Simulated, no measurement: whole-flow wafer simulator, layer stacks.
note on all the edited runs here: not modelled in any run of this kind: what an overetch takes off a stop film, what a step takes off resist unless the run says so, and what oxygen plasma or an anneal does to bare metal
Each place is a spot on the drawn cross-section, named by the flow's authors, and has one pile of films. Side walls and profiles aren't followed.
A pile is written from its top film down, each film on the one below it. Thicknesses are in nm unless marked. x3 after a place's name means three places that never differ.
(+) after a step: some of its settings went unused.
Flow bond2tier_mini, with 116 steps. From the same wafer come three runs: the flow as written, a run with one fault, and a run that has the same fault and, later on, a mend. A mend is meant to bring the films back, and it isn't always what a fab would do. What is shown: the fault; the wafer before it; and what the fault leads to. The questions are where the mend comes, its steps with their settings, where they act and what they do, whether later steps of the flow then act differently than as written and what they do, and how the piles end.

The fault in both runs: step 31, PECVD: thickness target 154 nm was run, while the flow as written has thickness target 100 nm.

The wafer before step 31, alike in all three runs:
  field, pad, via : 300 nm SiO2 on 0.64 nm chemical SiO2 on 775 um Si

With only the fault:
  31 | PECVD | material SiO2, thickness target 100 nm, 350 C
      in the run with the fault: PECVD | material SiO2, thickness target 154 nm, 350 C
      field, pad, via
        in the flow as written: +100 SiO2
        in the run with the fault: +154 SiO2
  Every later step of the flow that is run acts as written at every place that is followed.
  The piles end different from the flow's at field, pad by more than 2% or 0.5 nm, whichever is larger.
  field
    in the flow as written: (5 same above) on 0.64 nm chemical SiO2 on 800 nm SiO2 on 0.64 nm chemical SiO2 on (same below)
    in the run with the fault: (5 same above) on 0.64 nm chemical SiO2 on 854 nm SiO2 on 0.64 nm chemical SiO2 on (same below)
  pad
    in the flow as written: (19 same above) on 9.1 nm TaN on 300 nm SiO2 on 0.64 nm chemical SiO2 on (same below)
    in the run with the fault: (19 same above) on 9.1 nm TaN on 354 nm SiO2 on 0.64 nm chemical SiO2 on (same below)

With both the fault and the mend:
  After step 36 comes the mend.
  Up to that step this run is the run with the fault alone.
  36a | STRIP | chemistry O2, over-ash 100% (+)
      field
        -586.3 KrF resist (all of it)
  36b | ETCH | chemistry CHF3/CF4-rie, etches SiO2, depth target 54 nm
      field, pad, via
        -54 SiO2
  36c | COAT | KrF resist, thickness 600 nm (a further turn of the flow's step 32)
      field, pad, via
        +600 KrF resist (new film)
  36d | SOFTBAKE | KrF resist (a further turn of the flow's step 33)
      does not change any film at any place that is followed
  36e | EXPOSE | photomask APAD, NA 0.6 (a further turn of the flow's step 34)
      does not change any film at any place that is followed
  36f | PEB | KrF resist (a further turn of the flow's step 35)
      does not change any film at any place that is followed
  36g | DEVELOP | developer TMAH-0.26N, 60 s (a further turn of the flow's step 36)
      pad, via
        -600 KrF resist (all of it)
      field
        -13.7 KrF resist
  Every later step of the flow that is run acts as written at every place that is followed.
  By the end, the piles equal the flow's at every place that both follow.
